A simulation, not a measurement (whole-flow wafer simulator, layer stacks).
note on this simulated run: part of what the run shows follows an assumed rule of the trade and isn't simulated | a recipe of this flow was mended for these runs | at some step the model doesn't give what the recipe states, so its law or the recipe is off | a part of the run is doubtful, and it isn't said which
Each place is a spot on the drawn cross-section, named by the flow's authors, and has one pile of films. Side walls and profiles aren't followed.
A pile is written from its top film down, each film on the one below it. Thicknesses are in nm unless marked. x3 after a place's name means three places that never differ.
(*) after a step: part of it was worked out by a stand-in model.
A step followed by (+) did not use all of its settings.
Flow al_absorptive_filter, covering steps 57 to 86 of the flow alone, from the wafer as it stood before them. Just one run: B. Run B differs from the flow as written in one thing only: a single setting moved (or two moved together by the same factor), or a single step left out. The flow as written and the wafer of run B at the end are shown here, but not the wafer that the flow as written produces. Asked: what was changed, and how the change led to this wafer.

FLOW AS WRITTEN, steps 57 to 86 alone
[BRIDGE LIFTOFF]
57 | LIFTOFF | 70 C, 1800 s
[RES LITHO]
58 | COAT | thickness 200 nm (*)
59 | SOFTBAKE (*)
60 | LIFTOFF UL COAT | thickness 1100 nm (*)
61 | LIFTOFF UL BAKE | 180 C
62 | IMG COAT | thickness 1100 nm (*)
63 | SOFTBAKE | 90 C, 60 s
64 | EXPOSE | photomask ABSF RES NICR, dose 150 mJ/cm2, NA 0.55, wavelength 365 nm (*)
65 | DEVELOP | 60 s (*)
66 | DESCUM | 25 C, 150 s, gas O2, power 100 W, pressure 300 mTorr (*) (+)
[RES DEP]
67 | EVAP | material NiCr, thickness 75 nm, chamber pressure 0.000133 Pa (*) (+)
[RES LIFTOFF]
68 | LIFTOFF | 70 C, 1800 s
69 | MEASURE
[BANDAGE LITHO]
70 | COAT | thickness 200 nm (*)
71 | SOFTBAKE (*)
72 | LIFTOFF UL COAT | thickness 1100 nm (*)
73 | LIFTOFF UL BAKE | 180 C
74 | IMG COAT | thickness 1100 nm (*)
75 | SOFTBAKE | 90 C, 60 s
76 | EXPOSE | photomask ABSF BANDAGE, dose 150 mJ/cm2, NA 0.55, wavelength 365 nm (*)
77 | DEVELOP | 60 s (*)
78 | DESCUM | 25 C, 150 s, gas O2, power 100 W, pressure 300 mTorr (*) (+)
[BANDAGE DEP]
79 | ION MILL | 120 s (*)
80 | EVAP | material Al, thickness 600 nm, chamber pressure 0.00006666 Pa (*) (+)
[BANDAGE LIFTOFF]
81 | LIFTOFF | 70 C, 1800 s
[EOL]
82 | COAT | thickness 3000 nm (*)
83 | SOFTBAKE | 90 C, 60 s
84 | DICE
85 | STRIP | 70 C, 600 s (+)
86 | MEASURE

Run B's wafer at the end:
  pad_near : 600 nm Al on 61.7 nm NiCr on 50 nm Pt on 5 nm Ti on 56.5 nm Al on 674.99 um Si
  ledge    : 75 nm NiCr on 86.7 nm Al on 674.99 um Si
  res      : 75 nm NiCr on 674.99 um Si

The reason: step 58, COAT: thickness 200 nm (*), was omitted.

How this came from the change, step by step:
  60 | LIFTOFF UL COAT | thickness 1100 nm (*)
      ledge: +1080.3 lift-off-underlayer (new film) (in the flow as written it would be: +1114 lift-off-underlayer (new film))
      res: +1172.6 lift-off-underlayer (new film) (in the flow as written it would be: +1148.2 lift-off-underlayer (new film))
      (as well as at 5 more places)
  62 | IMG COAT | thickness 1100 nm (*)
      xa_margin: +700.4 i-line-resist (new film) (in the flow as written it would be: +741.1 i-line-resist (new film))
      xa_strip: +513.7 i-line-resist (new film) (in the flow as written it would be: +577.9 i-line-resist (new film))
      (as well as at 2 more places)
  63 | SOFTBAKE | 90 C, 60 s
      xl_turn: -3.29 i-line-resist (in the flow as written it would be: -2.67 i-line-resist)
  65 | DEVELOP | 60 s (*)
      ledge: -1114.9 i-line-resist (all of it), -1080.3 lift-off-underlayer (all of it), -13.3 Al (in the flow as written it would be: -1112.7 i-line-resist (all of it), -1114 lift-off-underlayer (all of it))
      res: -1122.4 i-line-resist (all of it), -1172.6 lift-off-underlayer (all of it) (in the flow as written it would be: -1116.9 i-line-resist (all of it), -1148.2 lift-off-underlayer (all of it))
  66 | DESCUM | 25 C, 150 s, gas O2, power 100 W, pressure 300 mTorr (*) (+)
      pad_near: nothing (in the flow as written it would be: -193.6 acrylic-e-beam-resist (all of it))
      ledge: nothing (in the flow as written it would be: -169.8 acrylic-e-beam-resist (all of it))
      (as well as at 12 more places)
  68 | LIFTOFF | 70 C, 1800 s
      xa_field, xl_land, idc_field: -75 NiCr (all of it), -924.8 i-line-resist (all of it), -1100 lift-off-underlayer (all of it) (in the flow as written it would be: -75 NiCr (all of it), -960.1 i-line-resist (all of it), -1100 lift-off-underlayer (all of it), -200 acrylic-e-beam-resist (all of it))
      gnd: -75 NiCr (all of it), -924.2 i-line-resist (all of it), -1101.2 lift-off-underlayer (all of it) (in the flow as written it would be: -75 NiCr (all of it), -959.5 i-line-resist (all of it), -1100.9 lift-off-underlayer (all of it), -200.6 acrylic-e-beam-resist (all of it))
      (as well as at 7 more places)
  70 | COAT | thickness 200 nm (*)
      ledge: +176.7 acrylic-e-beam-resist (new film) (in the flow as written it would be: +167 acrylic-e-beam-resist (new film))
  81 | LIFTOFF | 70 C, 1800 s
      ledge: -600 Al (all of it), -956.9 i-line-resist (all of it), -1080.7 lift-off-underlayer (all of it), -176.7 acrylic-e-beam-resist (all of it) (in the flow as written it would be: -600 Al (all of it), -956.6 i-line-resist (all of it), -1077.5 lift-off-underlayer (all of it), -167 acrylic-e-beam-resist (all of it))
